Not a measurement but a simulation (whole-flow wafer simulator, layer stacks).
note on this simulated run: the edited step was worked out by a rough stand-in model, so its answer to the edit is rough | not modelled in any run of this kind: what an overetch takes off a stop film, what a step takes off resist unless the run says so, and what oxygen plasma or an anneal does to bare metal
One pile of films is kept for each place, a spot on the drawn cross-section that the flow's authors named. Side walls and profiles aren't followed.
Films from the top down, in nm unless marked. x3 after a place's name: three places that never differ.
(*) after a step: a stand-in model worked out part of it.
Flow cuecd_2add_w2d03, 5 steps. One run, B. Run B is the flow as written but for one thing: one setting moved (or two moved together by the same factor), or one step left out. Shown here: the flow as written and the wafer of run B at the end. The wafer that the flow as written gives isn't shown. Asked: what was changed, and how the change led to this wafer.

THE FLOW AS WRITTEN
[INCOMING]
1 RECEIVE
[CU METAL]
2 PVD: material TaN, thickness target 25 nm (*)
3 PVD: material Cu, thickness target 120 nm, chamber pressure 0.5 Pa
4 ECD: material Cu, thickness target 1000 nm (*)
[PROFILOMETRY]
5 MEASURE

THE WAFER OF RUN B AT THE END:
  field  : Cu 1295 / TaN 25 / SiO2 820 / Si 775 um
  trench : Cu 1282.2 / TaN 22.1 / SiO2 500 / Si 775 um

The cause: step 4, ECD: thickness target 1175 nm was run, where the flow has thickness target 1000 nm.

How the change led to this, step by step:
  4 ECD: material Cu, thickness target 1000 nm (*)
      field, trench: Cu +1175 (as written it would be: Cu +1000)
